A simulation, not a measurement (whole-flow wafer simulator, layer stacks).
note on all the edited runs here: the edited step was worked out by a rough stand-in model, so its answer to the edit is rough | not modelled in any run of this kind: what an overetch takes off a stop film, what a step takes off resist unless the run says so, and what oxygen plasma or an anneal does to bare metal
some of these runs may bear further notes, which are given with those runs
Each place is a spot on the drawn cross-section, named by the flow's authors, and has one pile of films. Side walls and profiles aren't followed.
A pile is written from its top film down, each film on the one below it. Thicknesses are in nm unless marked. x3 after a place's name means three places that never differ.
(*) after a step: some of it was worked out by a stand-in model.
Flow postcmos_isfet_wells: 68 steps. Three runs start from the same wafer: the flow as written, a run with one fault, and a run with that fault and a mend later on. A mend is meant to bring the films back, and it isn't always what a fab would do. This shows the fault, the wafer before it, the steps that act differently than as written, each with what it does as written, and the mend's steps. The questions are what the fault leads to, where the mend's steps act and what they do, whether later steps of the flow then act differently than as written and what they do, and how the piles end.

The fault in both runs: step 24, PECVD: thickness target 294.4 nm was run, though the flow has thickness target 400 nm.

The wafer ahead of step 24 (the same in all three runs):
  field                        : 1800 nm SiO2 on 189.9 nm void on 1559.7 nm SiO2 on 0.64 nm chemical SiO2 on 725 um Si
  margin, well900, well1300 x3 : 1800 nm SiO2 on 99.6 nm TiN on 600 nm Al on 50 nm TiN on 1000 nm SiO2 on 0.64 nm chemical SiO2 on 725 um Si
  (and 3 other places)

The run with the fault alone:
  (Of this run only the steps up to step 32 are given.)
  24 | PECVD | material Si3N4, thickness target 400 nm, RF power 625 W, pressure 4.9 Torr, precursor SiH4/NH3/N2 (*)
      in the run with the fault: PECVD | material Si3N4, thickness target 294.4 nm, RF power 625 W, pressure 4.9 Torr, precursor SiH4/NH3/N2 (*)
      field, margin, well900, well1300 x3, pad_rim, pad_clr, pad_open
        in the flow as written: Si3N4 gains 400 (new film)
        in the run with the fault: Si3N4 gains 294.4 (new film)
  Later steps of the flow up to step 32 that are run all act as written at every place that is followed.
  After step 32, at field, margin, well900, well1300 x3, pad_rim, pad_clr, pad_open, the piles differ from the flow's by more than 2% or 0.5 nm, whichever is larger.
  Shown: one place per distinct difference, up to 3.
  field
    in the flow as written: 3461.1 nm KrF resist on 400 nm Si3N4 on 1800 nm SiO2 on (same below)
    in the run with the fault: 3461.1 nm KrF resist on 294.4 nm Si3N4 on 1800 nm SiO2 on (same below)
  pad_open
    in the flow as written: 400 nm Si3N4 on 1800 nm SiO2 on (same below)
    in the run with the fault: 294.4 nm Si3N4 on 1800 nm SiO2 on (same below)

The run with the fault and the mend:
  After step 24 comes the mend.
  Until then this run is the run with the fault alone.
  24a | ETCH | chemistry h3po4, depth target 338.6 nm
      field, margin, well900, well1300 x3, pad_rim, pad_clr, pad_open
        Si3N4 loses 294.4 (all of it)
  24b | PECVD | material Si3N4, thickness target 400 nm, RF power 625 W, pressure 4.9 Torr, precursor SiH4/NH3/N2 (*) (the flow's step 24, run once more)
      field, margin, well900, well1300 x3, pad_rim, pad_clr, pad_open
        Si3N4 gains 400 (new film)
  Later steps of the flow that are run all act as written at every place that is followed.
  By the end, the piles equal the flow's at every place that both follow.
